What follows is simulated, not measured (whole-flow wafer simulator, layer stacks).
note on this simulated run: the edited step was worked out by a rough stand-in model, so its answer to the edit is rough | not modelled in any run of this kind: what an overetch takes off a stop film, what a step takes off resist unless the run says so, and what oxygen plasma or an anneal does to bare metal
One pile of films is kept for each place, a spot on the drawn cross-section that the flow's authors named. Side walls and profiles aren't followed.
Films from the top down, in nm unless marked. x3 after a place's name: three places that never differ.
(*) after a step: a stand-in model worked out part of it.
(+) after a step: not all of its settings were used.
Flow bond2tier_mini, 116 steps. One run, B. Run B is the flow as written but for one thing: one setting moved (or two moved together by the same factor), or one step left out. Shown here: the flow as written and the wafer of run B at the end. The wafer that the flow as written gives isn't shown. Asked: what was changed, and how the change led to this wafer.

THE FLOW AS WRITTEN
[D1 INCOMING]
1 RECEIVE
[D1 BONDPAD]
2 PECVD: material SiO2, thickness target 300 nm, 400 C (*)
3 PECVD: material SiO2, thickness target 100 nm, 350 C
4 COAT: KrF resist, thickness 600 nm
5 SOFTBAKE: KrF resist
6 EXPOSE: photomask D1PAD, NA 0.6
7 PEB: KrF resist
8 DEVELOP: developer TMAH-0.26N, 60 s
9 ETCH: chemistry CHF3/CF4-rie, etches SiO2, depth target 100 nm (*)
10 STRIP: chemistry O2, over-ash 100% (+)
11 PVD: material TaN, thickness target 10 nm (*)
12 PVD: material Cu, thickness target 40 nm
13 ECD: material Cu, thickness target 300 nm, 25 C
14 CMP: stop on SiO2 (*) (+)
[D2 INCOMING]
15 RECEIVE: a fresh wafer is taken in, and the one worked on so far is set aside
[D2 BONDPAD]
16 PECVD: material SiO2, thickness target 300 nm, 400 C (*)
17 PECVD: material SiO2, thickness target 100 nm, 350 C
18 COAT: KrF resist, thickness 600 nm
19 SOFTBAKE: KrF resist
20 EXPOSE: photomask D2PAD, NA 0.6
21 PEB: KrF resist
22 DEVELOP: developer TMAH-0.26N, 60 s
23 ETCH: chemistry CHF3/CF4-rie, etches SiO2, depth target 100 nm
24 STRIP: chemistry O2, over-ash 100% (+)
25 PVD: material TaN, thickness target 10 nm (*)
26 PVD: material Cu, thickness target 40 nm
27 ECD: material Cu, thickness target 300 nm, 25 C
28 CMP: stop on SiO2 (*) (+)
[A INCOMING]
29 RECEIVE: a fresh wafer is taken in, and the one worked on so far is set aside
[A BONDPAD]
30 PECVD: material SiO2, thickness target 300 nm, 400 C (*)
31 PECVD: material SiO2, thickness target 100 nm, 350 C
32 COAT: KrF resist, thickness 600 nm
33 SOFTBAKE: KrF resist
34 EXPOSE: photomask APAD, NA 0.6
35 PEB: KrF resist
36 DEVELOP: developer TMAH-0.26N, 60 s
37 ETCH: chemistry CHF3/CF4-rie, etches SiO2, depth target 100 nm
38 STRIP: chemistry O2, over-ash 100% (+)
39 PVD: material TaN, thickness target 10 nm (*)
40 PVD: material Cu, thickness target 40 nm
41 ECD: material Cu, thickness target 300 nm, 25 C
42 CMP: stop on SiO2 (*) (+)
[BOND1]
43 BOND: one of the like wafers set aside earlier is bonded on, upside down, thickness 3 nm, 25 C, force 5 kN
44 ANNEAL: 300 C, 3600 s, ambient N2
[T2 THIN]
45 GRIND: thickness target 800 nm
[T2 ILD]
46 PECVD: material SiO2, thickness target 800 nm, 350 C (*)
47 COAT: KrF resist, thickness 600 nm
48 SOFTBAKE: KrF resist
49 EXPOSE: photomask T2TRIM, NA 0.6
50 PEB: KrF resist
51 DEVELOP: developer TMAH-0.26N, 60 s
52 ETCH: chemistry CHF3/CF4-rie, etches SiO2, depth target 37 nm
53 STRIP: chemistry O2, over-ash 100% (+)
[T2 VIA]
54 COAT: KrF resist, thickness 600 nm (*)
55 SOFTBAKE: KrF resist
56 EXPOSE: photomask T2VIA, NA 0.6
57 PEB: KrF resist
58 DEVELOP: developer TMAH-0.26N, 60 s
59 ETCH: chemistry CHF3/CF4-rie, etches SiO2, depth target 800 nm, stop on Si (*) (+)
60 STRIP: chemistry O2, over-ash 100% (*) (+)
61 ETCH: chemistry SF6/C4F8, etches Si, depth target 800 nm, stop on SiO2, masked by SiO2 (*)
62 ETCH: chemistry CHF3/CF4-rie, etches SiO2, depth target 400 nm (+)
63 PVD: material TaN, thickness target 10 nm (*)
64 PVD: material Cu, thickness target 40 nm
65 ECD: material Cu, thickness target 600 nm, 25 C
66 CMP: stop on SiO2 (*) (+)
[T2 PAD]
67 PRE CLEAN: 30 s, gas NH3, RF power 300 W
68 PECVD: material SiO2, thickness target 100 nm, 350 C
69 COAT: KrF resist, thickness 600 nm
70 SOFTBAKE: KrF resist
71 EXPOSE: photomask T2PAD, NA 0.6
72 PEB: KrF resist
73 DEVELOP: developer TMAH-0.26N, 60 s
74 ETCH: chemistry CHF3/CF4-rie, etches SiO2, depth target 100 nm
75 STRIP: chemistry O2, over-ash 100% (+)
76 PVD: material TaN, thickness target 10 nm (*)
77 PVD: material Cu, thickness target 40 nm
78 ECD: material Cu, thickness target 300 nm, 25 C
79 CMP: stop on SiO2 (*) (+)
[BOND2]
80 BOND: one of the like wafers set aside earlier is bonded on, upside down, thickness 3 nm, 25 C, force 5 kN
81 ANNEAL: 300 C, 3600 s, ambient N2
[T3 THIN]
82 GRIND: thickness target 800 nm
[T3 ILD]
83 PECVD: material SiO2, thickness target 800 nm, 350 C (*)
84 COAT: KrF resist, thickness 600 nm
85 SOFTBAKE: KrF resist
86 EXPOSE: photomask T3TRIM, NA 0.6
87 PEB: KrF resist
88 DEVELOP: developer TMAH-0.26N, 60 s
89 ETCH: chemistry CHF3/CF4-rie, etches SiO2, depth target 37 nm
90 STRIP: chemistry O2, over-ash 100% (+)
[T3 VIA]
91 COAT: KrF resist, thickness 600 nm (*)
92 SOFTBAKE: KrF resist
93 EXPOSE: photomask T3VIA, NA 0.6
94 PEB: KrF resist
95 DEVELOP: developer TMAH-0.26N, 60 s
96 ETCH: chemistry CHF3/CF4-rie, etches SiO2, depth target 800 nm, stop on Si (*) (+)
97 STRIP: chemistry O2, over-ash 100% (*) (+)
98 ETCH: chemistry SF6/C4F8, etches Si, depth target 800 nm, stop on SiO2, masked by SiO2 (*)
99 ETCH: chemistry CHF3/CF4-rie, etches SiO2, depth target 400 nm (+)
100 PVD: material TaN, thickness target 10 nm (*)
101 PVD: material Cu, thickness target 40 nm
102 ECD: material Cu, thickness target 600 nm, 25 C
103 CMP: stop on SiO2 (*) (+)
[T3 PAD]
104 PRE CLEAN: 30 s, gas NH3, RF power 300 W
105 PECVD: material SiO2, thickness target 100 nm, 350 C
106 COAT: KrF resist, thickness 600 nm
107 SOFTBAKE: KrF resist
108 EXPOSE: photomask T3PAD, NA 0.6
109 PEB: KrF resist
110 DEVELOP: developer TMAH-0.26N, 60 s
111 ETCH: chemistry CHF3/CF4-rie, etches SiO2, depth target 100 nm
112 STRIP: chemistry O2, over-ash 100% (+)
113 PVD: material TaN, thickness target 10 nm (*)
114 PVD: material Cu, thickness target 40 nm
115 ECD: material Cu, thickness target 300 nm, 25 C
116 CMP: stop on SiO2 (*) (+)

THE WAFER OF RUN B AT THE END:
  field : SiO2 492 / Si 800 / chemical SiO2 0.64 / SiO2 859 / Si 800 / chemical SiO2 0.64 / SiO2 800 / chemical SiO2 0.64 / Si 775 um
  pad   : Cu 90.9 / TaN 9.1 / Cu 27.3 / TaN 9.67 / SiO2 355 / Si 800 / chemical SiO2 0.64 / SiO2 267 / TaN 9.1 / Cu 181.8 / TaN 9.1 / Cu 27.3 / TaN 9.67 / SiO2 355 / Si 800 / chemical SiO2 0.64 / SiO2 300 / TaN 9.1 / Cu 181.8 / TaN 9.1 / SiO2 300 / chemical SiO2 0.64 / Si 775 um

The cause: step 16, PECVD: thickness target 267 nm was run, where the flow has thickness target 300 nm.
It can be read off the wafer: pad has SiO2 267, and step 16 as written asks for 300 nm.

How the change led to this, step by step:
  16 PECVD: material SiO2, thickness target 300 nm, 400 C (*)
      field, pad, via: SiO2 +267 (new film) (as written it would be: SiO2 +300 (new film))
  80 BOND: one of the like wafers set aside earlier is bonded on, upside down, thickness 3 nm, 25 C, force 5 kN
      field: Si +775 um (new film), chemical SiO2 +0.64 (new film), SiO2 +367 (as written it would be: Si +775 um (new film), chemical SiO2 +0.64 (new film), SiO2 +400)
      pad: Si +775 um (new film), chemical SiO2 +0.64 (new film), SiO2 +267 (new film), TaN +9.1 (new film), Cu +90.9 (as written it would be: Si +775 um (new film), chemical SiO2 +0.64 (new film), SiO2 +300 (new film), TaN +9.1 (new film), Cu +90.9)
